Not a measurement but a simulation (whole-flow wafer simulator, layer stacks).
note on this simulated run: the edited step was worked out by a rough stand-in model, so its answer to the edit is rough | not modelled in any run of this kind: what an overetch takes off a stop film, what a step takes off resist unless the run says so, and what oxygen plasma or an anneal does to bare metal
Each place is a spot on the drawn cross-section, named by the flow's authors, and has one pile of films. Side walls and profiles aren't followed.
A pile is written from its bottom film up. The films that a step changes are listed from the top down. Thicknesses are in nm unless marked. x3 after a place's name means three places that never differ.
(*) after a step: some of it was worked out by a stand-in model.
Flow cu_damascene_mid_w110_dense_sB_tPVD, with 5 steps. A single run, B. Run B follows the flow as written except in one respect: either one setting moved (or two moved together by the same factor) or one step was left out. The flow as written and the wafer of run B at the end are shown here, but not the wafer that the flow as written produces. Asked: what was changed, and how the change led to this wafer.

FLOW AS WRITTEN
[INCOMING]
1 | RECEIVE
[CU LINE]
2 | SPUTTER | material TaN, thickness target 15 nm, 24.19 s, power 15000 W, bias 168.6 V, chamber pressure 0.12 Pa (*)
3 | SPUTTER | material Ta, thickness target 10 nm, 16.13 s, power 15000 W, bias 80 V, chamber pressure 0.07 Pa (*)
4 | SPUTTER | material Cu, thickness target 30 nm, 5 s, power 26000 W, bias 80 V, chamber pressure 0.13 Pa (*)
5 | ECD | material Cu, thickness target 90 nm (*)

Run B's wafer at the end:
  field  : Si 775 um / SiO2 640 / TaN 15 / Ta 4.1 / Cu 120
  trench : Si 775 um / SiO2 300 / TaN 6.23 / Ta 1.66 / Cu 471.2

What caused this: step 3, SPUTTER: thickness target 4.1 nm was run, while the flow as written has thickness target 10 nm; step 3, SPUTTER: 6.662 s was run, where the flow has 16.13 s.
One can read it off the wafer: field has Ta 4.1, and step 3 as written asks for 10 nm.

Step by step, how the change led to this:
  3 | SPUTTER | material Ta, thickness target 10 nm, 16.13 s, power 15000 W, bias 80 V, chamber pressure 0.07 Pa (*)
      field: +4.1 Ta (new film) (as written it would have been: +10 Ta (new film))
      trench: +1.66 Ta (new film) (as written it would have been: +4.05 Ta (new film))
